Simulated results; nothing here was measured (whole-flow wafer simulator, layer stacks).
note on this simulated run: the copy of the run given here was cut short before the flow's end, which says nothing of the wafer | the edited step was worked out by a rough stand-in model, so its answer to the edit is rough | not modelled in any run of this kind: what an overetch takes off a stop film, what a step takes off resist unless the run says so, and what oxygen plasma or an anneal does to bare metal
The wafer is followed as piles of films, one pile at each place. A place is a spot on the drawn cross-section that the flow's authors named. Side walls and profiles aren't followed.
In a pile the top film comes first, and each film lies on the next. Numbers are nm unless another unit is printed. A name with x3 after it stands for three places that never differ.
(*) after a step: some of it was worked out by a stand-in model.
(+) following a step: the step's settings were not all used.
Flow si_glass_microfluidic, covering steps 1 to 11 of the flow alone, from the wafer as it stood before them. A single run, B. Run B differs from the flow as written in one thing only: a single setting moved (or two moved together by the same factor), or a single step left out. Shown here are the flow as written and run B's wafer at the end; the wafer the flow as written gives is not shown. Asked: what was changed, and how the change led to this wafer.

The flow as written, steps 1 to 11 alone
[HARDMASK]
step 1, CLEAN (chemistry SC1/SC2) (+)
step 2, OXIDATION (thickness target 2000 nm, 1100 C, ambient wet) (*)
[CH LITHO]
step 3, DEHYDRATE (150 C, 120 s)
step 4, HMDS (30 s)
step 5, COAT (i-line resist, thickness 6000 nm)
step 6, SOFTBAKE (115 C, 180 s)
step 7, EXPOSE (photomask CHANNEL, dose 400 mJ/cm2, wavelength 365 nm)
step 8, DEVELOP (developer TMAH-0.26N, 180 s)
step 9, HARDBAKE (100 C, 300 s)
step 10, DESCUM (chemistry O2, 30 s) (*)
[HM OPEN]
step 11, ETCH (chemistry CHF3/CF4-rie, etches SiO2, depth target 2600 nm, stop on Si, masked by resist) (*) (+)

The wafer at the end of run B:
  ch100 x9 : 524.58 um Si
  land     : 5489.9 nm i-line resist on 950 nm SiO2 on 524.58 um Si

Cause: step 2, OXIDATION: thickness target 950 nm was run, whereas the flow has thickness target 2000 nm.
The wafer itself shows it: land has SiO2 950, and step 2 as written asks for 2000 nm.

The path from the change to this, step by step:
  step 2, OXIDATION (thickness target 2000 nm, 1100 C, ambient wet) (*)
      land, ch100 x9: SiO2 gains 950 (new film), chemical SiO2 loses 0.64 (all of it), Si loses 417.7 (as written it would have been: SiO2 gains 2000 (new film), chemical SiO2 loses 0.64 (all of it), Si loses 879.7)
  step 11, ETCH (chemistry CHF3/CF4-rie, etches SiO2, depth target 2600 nm, stop on Si, masked by resist) (*) (+)
      ch100 x9: SiO2 loses 950 (all of it) (as written it would have been: SiO2 loses 2000 (all of it))
      land: i-line resist loses 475 (as written it would have been: i-line resist loses 866.7)
